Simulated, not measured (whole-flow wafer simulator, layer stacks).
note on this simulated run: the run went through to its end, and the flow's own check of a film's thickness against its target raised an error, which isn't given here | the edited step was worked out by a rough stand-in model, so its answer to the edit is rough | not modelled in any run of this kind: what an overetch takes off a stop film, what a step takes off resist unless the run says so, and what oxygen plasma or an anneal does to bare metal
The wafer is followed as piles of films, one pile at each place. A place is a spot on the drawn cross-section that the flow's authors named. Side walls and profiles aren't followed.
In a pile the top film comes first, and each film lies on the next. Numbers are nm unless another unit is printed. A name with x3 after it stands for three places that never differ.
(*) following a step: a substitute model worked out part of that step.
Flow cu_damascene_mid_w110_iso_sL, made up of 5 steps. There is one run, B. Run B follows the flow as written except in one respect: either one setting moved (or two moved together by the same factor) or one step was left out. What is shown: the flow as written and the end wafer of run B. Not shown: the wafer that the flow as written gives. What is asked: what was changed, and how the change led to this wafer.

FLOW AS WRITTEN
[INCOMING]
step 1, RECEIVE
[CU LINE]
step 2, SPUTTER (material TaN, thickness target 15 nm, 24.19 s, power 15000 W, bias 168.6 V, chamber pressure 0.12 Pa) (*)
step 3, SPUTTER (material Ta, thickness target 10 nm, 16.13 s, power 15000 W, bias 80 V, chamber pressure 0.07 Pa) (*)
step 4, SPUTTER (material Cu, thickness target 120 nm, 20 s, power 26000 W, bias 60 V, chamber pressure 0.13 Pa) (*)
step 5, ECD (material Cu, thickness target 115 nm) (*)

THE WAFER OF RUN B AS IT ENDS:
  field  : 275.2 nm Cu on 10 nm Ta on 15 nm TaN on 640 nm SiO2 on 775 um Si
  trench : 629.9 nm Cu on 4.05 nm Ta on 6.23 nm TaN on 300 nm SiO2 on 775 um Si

What caused this: step 5, ECD: thickness target 155.2 nm was run, though the flow has thickness target 115 nm.

The path from the change to this, step by step:
  step 5, ECD (material Cu, thickness target 115 nm) (*)
      field: +155.2 Cu (in the flow as written it would be: +115 Cu)
      trench: +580 Cu (in the flow as written it would be: +539.8 Cu)
